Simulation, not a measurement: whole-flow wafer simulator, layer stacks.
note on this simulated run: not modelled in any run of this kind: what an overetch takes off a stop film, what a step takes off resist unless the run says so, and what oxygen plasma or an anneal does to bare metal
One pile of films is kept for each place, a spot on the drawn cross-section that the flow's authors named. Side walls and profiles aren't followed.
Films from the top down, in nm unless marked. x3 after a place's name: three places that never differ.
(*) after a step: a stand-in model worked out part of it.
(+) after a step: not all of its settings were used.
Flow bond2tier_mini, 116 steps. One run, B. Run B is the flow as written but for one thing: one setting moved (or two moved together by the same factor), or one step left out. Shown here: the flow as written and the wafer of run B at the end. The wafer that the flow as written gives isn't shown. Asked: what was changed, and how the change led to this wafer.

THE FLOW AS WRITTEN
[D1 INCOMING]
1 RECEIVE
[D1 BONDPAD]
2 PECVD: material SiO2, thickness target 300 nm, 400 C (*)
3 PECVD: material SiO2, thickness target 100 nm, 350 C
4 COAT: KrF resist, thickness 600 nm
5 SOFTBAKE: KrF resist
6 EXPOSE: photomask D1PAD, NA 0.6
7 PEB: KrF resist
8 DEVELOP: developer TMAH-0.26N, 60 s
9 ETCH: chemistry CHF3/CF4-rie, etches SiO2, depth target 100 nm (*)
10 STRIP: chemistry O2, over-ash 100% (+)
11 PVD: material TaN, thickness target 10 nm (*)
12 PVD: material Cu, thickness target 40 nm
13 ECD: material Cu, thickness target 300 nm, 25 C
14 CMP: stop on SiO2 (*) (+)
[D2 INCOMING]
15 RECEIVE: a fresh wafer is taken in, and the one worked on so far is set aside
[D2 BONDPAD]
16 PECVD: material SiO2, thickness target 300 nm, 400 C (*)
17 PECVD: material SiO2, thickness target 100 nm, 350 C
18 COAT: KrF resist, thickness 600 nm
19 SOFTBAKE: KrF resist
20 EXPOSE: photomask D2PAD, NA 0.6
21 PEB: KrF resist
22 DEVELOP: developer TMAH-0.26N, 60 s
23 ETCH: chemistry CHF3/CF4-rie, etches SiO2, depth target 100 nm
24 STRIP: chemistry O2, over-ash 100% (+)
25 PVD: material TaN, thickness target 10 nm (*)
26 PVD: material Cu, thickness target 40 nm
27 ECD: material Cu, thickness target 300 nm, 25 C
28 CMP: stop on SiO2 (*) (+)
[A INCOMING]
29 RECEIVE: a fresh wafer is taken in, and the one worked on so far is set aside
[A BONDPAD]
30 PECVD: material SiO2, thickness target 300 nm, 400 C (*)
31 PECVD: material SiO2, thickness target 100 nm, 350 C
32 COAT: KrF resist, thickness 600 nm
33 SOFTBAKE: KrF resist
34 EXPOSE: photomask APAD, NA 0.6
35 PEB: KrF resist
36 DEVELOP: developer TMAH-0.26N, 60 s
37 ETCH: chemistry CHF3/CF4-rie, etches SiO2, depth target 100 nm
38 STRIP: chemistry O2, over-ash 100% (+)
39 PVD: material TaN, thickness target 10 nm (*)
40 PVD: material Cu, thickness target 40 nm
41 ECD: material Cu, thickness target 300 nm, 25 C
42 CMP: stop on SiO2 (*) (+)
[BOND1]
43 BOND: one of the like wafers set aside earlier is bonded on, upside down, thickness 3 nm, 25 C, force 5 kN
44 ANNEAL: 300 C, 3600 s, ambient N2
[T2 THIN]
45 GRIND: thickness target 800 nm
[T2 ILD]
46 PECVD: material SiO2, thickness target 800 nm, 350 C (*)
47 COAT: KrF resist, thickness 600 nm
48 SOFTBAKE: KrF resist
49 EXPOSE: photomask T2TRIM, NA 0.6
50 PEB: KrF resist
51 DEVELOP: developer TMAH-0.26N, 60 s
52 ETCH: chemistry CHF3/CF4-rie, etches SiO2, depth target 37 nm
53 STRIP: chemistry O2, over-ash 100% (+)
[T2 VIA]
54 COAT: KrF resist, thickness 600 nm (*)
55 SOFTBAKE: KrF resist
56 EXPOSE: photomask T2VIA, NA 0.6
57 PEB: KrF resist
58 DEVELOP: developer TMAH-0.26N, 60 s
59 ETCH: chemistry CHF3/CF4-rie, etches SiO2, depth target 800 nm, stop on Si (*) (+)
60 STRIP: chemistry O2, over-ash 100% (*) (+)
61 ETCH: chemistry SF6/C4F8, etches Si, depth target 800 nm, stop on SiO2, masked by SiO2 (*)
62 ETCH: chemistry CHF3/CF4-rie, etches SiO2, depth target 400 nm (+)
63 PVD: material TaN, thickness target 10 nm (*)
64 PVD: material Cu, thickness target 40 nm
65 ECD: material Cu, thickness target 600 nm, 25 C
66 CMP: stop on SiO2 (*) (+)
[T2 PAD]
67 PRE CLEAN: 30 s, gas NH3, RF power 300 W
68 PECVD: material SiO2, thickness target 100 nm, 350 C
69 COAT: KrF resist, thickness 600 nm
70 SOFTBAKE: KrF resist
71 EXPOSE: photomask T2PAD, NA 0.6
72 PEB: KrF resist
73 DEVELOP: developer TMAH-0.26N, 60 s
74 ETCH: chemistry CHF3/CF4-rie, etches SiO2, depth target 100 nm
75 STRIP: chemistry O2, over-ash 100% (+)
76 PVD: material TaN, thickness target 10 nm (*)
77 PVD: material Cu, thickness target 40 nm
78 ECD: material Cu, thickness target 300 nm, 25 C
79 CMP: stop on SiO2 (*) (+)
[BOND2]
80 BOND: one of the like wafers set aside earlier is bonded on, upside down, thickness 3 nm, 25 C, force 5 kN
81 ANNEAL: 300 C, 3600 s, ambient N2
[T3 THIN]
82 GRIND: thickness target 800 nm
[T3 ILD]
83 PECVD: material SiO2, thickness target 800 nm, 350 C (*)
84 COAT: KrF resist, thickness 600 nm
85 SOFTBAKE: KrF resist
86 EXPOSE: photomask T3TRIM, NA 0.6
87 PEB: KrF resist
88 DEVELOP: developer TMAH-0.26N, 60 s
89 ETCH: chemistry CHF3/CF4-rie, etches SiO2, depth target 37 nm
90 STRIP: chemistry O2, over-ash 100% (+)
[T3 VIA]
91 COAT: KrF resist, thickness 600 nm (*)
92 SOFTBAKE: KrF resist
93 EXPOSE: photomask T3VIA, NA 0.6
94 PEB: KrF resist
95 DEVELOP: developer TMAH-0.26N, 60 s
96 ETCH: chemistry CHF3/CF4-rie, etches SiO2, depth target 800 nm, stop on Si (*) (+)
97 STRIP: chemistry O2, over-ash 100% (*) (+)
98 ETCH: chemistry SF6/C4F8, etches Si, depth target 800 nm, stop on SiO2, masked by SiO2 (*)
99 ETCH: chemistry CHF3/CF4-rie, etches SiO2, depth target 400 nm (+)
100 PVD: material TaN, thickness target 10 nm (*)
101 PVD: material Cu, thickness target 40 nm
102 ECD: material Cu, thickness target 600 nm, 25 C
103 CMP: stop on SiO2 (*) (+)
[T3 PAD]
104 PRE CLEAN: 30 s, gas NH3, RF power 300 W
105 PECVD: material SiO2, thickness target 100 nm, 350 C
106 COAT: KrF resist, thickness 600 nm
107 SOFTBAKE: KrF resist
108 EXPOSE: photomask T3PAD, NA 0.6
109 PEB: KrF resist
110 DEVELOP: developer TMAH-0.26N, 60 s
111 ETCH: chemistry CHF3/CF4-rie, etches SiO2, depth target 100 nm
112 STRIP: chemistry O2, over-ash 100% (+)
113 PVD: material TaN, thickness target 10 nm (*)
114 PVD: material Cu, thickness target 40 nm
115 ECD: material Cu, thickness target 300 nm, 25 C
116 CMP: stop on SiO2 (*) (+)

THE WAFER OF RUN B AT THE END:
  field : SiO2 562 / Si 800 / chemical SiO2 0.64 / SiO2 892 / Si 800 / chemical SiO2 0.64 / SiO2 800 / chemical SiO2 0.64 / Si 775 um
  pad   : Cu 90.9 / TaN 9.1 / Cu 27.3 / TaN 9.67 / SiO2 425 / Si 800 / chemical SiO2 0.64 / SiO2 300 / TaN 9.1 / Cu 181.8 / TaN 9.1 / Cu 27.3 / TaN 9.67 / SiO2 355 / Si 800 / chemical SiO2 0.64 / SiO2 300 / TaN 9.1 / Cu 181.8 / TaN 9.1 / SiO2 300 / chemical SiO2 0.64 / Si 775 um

The cause: step 99, ETCH: depth target 330 nm was run, where the flow has depth target 400 nm.

How the change led to this, step by step:
  99 ETCH: chemistry CHF3/CF4-rie, etches SiO2, depth target 400 nm (+)
      field, pad: SiO2 -330 (as written it would be: SiO2 -400)
